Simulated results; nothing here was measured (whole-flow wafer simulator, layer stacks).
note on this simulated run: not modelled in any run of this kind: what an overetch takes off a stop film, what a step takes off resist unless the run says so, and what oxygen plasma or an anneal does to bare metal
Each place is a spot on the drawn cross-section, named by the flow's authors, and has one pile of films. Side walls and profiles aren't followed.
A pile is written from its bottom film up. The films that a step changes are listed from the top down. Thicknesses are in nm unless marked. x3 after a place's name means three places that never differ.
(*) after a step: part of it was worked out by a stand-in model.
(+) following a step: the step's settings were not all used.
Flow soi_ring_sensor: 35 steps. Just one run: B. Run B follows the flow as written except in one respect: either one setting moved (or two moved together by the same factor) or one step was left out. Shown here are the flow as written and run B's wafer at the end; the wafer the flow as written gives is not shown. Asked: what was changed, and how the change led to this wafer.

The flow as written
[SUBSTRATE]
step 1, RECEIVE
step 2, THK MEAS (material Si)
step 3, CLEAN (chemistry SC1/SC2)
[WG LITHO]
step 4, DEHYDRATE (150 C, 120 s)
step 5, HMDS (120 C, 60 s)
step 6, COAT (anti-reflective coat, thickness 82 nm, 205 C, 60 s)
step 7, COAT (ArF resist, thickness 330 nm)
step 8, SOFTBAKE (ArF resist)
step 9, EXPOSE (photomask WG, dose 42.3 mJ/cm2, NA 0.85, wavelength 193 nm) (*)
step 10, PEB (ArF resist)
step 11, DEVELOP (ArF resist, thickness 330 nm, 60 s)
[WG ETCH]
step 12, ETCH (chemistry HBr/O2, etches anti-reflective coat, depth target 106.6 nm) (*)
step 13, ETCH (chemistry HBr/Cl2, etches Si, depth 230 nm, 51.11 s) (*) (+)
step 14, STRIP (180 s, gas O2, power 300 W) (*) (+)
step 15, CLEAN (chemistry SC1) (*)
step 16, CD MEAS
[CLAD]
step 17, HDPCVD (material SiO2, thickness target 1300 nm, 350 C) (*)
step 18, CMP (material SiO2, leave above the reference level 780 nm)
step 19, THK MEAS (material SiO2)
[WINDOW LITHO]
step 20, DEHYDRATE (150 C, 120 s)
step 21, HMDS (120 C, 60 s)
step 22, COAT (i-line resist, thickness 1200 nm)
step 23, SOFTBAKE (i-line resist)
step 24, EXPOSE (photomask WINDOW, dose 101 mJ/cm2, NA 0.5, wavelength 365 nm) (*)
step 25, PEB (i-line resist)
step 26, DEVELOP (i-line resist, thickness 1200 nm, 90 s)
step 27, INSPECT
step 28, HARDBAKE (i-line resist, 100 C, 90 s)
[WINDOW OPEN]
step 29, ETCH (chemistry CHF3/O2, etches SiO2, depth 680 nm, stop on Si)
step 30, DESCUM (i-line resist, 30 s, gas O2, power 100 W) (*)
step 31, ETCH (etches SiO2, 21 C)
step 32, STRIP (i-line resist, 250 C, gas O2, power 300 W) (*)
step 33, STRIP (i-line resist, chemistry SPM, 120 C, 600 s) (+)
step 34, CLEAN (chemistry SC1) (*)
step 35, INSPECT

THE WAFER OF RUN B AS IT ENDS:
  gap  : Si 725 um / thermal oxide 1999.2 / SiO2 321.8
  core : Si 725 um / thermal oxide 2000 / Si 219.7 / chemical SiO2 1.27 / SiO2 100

Cause: step 31, ETCH: etches SiO2, 21 C, was skipped.

Step by step, how the change led to this:
  step 32, STRIP (i-line resist, 250 C, gas O2, power 300 W) (*)
      core: nothing (in the flow as written it would be: +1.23 chemical SiO2 (new film), -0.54 Si)
